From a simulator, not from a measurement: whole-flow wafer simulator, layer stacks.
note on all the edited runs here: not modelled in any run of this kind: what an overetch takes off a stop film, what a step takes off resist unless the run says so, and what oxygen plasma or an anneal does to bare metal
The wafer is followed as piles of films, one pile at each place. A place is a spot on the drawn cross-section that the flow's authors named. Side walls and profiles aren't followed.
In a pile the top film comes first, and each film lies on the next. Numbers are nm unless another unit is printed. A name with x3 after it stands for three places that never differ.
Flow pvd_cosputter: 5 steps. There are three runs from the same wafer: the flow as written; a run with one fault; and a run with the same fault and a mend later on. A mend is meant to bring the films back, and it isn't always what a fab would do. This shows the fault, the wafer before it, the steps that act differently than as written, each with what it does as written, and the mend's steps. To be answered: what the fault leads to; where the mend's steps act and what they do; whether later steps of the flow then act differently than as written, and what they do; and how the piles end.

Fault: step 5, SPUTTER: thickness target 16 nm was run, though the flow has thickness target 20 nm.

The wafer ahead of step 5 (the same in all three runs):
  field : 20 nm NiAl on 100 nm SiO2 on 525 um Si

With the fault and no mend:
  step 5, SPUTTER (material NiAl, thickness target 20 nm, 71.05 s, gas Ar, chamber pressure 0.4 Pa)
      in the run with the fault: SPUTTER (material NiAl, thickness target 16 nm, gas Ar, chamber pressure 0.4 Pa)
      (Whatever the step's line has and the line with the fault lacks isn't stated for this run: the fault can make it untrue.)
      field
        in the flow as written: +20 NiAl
        in the run with the fault: +16 NiAl
  Every later step of the flow that is run acts as written at every place that is followed.
  The piles end different from the flow's at field by more than 2% or 0.5 nm, whichever is larger.
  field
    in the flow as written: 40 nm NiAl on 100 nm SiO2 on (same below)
    in the run with the fault: 36 nm NiAl on 100 nm SiO2 on (same below)

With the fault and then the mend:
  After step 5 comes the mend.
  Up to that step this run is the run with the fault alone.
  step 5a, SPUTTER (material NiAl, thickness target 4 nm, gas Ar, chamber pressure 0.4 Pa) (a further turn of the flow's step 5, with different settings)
      field
        +4 NiAl
  Every later step of the flow that is run acts as written at every place that is followed.
  By the end, the piles equal the flow's at every place that both follow.
